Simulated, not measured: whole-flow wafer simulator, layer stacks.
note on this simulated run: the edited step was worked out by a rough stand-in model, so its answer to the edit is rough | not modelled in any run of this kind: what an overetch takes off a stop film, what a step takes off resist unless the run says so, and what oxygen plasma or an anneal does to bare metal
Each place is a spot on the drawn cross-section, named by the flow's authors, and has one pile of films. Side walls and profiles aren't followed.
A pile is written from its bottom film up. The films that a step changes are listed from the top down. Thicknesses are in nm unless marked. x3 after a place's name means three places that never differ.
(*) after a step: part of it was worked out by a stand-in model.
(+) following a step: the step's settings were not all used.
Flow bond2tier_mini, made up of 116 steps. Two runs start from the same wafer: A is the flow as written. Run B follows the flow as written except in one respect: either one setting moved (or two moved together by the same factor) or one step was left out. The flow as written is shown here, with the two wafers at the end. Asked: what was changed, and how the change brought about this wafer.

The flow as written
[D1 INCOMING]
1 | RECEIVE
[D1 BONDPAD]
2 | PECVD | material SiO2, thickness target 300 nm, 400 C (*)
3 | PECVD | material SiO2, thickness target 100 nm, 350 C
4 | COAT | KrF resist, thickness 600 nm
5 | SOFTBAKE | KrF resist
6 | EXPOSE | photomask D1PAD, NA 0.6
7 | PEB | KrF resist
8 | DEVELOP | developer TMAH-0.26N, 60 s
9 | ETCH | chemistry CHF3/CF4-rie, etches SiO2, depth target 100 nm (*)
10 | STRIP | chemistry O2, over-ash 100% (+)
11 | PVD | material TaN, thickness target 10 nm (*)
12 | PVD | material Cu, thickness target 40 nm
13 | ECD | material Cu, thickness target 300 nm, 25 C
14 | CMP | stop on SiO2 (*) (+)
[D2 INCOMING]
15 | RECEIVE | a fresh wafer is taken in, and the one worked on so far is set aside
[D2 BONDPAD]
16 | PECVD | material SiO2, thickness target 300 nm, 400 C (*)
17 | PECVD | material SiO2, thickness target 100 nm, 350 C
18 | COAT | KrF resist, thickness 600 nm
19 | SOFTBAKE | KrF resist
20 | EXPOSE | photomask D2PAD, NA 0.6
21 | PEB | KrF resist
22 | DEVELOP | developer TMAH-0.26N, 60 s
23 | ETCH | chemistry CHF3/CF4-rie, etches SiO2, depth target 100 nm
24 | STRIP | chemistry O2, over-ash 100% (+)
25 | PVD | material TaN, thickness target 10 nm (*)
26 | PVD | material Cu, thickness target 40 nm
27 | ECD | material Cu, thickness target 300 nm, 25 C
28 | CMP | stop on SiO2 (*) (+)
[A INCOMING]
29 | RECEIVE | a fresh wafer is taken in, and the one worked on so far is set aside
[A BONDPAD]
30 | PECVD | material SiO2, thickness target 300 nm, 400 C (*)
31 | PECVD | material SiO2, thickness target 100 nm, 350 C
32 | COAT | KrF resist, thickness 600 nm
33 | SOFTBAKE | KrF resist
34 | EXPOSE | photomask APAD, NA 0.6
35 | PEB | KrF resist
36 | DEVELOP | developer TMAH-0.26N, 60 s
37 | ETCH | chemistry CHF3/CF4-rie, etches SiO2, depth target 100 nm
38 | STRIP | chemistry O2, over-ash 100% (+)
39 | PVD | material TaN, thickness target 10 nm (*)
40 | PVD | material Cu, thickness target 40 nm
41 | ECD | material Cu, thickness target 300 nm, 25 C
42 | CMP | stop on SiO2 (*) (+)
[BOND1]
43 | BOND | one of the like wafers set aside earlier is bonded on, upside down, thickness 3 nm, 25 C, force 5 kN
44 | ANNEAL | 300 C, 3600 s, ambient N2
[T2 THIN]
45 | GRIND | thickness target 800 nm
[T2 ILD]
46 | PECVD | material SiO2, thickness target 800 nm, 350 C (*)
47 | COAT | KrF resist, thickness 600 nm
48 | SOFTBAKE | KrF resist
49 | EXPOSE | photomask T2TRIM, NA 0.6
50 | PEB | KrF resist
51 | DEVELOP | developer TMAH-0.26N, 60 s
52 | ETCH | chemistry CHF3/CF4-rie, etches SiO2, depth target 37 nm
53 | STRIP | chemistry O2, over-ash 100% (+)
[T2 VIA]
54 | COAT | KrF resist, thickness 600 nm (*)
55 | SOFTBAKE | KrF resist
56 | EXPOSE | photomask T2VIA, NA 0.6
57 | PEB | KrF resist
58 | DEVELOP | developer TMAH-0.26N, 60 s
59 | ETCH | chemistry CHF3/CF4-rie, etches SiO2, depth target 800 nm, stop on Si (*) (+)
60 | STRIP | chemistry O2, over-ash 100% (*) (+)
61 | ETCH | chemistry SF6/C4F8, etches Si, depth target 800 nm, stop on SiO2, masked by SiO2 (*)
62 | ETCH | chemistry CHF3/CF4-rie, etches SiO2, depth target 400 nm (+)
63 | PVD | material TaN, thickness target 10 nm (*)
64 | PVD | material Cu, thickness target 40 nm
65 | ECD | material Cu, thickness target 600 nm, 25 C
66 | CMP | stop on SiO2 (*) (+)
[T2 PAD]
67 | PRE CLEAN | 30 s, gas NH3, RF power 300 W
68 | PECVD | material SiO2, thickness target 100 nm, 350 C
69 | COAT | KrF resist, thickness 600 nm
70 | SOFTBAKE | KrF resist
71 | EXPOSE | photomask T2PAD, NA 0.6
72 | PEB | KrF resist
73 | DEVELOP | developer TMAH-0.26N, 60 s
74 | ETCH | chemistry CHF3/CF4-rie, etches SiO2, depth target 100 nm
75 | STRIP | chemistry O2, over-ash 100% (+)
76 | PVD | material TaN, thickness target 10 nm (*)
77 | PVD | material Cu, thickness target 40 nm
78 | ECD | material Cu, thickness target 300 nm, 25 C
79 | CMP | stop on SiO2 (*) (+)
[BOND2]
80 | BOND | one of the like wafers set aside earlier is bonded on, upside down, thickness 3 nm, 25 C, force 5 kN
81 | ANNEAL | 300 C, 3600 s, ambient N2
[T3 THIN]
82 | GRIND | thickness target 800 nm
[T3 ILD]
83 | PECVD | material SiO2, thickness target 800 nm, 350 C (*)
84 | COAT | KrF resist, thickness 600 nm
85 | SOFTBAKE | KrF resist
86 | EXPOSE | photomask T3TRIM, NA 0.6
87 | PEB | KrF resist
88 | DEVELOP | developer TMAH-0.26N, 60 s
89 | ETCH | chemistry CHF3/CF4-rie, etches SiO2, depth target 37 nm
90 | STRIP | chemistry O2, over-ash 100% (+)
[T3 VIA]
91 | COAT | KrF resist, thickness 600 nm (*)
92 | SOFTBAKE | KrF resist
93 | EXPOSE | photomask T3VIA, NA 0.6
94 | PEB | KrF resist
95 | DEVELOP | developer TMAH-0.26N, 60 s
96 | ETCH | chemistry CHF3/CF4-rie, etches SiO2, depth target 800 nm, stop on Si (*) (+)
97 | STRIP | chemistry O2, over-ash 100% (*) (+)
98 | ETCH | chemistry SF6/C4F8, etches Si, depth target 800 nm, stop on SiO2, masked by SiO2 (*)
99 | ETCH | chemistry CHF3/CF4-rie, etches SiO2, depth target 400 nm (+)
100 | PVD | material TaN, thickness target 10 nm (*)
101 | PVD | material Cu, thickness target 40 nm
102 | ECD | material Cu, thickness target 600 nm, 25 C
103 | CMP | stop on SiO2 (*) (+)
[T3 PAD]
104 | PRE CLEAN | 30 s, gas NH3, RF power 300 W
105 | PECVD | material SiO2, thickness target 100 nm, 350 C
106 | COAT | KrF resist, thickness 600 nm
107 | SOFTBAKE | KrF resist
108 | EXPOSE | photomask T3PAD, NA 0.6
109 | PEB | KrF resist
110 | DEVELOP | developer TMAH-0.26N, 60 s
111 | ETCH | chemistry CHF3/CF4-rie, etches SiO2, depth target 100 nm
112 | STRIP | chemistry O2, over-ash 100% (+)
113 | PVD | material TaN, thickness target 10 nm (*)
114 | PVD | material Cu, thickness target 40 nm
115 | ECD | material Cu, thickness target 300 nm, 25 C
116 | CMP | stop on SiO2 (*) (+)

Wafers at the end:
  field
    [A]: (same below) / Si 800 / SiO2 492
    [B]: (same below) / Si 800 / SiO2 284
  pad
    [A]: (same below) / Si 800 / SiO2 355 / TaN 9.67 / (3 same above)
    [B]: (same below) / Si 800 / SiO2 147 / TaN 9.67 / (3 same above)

The reason: step 83, PECVD: thickness target 592 nm was run, whereas the flow has thickness target 800 nm.

How this came from the change, step by step:
  83 | PECVD | material SiO2, thickness target 800 nm, 350 C (*)
      field, pad: A SiO2 gains 800 (new film) | B SiO2 gains 592 (new film)
